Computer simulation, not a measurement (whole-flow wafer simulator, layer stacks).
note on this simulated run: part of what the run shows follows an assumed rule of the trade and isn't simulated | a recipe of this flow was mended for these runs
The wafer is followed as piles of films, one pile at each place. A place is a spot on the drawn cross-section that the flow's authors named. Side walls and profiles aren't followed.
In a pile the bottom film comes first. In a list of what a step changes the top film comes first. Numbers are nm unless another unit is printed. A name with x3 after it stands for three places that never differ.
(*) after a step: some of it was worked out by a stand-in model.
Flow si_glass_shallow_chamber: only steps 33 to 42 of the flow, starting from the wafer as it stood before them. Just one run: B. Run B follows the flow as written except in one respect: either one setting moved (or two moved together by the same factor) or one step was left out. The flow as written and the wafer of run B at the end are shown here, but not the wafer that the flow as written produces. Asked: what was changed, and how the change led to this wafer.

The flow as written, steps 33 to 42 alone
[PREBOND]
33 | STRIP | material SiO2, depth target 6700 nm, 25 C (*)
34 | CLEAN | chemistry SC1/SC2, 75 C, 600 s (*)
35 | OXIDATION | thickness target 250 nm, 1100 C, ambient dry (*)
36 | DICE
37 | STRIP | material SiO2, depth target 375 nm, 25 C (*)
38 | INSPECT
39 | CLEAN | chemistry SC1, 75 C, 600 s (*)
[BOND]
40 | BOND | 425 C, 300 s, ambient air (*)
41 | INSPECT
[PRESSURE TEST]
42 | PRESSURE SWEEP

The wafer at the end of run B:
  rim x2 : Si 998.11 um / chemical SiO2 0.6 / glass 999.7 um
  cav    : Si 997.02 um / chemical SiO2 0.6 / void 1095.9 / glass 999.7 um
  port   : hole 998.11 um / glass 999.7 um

What caused this: step 35, OXIDATION: thickness target 137.5 nm was run, though the flow has thickness target 250 nm.

How this came from the change, step by step:
  35 | OXIDATION | thickness target 250 nm, 1100 C, ambient dry (*)
      rim x2, cav, septum, ring: +137.5 SiO2 (new film), -0.6 chemical SiO2 (all of it), -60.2 Si (it would be, as written: +250 SiO2 (new film), -0.6 chemical SiO2 (all of it), -109.7 Si)
  37 | STRIP | material SiO2, depth target 375 nm, 25 C (*)
      rim x2, cav, septum, ring: -137.5 SiO2 (all of it) (it would be, as written: -250 SiO2 (all of it))
  40 | BOND | 425 C, 300 s, ambient air (*)
      port: +999.7 um glass (new film), +1066.8 hole (it would be, as written: +999.7 um glass (new film), +1017.3 hole)
